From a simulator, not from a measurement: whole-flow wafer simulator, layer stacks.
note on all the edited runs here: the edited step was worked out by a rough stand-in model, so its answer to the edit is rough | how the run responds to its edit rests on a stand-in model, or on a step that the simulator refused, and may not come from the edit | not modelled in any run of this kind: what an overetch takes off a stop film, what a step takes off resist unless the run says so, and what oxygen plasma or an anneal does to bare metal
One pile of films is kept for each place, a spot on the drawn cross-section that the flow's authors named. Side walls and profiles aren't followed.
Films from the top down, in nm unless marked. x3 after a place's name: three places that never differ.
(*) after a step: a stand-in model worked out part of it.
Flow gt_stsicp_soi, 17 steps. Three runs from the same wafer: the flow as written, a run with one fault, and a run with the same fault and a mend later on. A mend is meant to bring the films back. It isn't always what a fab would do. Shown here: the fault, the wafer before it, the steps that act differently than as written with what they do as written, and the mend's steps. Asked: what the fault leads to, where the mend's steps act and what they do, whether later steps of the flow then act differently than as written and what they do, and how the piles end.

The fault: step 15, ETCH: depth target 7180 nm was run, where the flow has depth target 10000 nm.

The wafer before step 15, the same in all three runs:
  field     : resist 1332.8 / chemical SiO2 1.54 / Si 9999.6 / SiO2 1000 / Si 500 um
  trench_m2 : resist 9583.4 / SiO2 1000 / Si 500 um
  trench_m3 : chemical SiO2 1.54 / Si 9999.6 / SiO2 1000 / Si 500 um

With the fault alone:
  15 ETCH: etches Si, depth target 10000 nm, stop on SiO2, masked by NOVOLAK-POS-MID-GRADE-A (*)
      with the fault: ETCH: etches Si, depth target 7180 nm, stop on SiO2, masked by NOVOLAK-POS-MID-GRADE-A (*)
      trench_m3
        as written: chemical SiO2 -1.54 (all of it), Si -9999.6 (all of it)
        with the fault: chemical SiO2 -1.54 (all of it), Si -7180
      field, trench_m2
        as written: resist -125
        with the fault: resist -89.8
  Later steps of the flow that act differently than as written:
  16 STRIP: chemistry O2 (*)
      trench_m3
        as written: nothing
        with the fault: chemical SiO2 +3 (new film), Si -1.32
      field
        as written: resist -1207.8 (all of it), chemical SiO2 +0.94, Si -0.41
        with the fault: resist -1243 (all of it), chemical SiO2 +0.94, Si -0.41
  At the end the piles differ from the flow's by more than 2% or 0.5 nm, whichever is larger, at trench_m3.
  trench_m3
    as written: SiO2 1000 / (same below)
    with the fault: chemical SiO2 3 / Si 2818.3 / SiO2 1000 / (same below)

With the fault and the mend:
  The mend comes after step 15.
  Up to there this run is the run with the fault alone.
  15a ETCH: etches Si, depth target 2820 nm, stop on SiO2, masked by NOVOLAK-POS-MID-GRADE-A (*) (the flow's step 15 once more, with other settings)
      field, trench_m2
        resist -35.2
      trench_m3
        Si -2819.6 (all of it)
  No later step of the flow acts differently than as written at any place that is followed.
  At the end the piles are the same as the flow's at every place that both follow.
